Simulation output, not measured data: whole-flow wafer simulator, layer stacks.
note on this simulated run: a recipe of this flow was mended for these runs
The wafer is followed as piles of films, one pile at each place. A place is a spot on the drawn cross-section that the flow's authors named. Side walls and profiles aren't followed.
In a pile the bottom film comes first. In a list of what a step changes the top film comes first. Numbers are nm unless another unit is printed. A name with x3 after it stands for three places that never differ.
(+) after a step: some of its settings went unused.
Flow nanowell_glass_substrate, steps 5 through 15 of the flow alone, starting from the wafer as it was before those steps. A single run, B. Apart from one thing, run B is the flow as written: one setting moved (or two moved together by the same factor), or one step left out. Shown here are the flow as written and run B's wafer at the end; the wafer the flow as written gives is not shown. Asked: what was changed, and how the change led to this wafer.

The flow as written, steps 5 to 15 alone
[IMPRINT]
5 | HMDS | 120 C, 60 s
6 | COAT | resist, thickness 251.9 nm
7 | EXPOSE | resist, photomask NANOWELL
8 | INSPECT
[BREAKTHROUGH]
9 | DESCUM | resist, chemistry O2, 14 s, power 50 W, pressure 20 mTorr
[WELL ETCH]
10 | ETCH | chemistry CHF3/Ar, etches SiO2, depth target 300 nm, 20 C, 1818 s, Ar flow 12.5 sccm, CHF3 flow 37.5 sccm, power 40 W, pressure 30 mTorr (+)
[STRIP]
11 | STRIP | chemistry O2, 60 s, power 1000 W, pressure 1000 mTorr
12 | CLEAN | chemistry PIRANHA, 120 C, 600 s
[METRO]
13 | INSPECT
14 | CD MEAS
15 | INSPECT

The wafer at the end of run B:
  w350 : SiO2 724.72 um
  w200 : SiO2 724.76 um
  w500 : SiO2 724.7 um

The reason: step 9, DESCUM: resist, chemistry O2, 14 s, power 50 W, pressure 20 mTorr, was skipped.

The path from the change to this, step by step:
  10 | ETCH | chemistry CHF3/Ar, etches SiO2, depth target 300 nm, 20 C, 1818 s, Ar flow 12.5 sccm, CHF3 flow 37.5 sccm, power 40 W, pressure 30 mTorr (+)
      w350: -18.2 resist (all of it), -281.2 SiO2 (in the flow as written it would be: -300 SiO2)
      w200: -18.2 resist (all of it), -240.7 SiO2 (in the flow as written it would be: -260.5 SiO2)
      (as well as at 2 more places)
  11 | STRIP | chemistry O2, 60 s, power 1000 W, pressure 1000 mTorr
      land: -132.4 resist (all of it) (in the flow as written it would be: -100.2 resist (all of it))
